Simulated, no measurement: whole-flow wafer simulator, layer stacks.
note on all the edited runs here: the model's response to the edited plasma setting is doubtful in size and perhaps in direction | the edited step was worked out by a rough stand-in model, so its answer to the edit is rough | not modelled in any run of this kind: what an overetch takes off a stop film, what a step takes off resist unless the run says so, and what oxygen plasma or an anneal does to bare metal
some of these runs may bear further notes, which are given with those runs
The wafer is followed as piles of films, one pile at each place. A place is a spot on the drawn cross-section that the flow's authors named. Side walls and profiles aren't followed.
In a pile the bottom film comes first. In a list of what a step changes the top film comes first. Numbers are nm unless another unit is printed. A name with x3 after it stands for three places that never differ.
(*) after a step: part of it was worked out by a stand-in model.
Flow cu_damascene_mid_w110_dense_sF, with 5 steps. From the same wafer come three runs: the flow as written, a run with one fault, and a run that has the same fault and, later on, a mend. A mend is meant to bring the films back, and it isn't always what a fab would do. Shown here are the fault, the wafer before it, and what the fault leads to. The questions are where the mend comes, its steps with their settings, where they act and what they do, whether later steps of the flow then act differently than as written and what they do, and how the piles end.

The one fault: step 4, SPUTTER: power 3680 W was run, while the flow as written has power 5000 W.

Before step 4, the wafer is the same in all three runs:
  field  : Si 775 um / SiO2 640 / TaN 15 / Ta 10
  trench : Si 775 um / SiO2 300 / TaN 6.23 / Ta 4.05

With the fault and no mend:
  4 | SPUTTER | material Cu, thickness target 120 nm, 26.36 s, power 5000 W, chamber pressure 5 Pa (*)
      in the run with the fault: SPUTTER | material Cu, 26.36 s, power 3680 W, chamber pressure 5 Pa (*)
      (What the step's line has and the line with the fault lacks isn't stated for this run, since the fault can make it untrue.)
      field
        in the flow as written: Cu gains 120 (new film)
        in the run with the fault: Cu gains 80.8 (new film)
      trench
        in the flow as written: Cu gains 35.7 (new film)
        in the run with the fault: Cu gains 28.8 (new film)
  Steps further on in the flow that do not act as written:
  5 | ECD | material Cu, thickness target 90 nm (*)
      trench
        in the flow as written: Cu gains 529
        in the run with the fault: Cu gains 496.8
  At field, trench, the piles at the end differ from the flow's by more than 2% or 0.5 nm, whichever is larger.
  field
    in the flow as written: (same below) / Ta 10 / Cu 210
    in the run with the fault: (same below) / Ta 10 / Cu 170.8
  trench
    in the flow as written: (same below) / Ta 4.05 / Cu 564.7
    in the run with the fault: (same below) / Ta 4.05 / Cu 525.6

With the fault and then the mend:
  The mend follows step 4.
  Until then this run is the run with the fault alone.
  4a | SPUTTER | material Cu, 9.595 s, power 5000 W, chamber pressure 5 Pa (*) (the flow's step 4, run once more with other settings)
      field
        Cu gains 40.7
      trench
        Cu gains 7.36
  Later steps of the flow that are run all act as written at every place that is followed, up to a difference of at most 2% or 0.5 nm, whichever is larger.
  The piles end only slightly different from the flow's at the places that both follow, by no more than 2% or 0.5 nm, whichever is larger.
